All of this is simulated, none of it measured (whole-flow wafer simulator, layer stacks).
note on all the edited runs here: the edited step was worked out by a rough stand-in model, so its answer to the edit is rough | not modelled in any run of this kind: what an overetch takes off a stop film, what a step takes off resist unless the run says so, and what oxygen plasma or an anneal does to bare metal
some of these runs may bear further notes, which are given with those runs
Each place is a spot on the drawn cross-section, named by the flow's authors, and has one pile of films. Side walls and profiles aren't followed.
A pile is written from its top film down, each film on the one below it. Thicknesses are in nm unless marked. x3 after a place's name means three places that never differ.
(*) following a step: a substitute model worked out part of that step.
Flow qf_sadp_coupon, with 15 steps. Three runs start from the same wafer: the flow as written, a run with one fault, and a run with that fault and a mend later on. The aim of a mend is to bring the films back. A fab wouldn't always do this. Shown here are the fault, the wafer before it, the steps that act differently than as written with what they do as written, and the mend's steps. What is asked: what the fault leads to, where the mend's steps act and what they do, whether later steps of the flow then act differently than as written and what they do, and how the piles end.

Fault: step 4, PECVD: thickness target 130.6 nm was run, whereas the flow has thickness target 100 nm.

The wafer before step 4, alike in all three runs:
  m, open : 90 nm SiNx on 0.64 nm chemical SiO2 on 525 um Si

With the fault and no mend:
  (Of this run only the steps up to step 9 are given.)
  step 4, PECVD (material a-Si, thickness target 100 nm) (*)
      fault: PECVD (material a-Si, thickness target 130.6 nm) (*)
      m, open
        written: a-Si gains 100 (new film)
        fault: a-Si gains 130.6 (new film)
  Every later step of the flow up to step 9 that is run acts as written at every place that is followed.
  Once step 9 is done, the piles at m, open depart from the flow's by more than 2% or 0.5 nm, whichever is larger.
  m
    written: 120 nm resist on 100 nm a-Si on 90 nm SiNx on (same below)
    fault: 120 nm resist on 130.6 nm a-Si on 90 nm SiNx on (same below)
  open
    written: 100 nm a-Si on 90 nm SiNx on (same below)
    fault: 130.6 nm a-Si on 90 nm SiNx on (same below)

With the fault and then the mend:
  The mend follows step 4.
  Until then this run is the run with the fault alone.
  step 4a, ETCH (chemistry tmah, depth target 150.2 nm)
      m, open
        a-Si loses 130.6 (all of it)
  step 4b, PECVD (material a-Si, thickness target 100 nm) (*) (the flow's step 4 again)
      m, open
        a-Si gains 100 (new film)
  Every later step of the flow that is run acts as written at every place that is followed.
  By the end, the piles equal the flow's at every place that both follow.
